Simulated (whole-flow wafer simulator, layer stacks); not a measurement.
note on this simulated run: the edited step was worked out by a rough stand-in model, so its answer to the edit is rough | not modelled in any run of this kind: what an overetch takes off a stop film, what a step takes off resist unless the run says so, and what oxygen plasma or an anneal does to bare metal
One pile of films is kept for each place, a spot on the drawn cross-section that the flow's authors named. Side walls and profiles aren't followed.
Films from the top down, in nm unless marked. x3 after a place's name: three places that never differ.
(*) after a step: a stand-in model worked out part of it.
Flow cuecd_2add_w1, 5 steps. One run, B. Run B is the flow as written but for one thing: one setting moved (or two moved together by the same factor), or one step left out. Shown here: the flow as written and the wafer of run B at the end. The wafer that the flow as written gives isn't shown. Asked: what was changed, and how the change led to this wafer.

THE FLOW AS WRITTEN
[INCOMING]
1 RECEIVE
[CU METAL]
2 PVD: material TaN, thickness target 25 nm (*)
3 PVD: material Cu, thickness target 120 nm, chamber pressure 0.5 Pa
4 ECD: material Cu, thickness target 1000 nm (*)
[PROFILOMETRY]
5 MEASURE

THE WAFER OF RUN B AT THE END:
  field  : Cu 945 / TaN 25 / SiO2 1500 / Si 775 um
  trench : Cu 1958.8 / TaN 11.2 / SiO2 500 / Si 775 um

The cause: step 4, ECD: thickness target 825 nm was run, where the flow has thickness target 1000 nm.

How the change led to this, step by step:
  4 ECD: material Cu, thickness target 1000 nm (*)
      field: Cu +825 (as written it would be: Cu +1000)
      trench: Cu +1905.2 (as written it would be: Cu +2080.2)
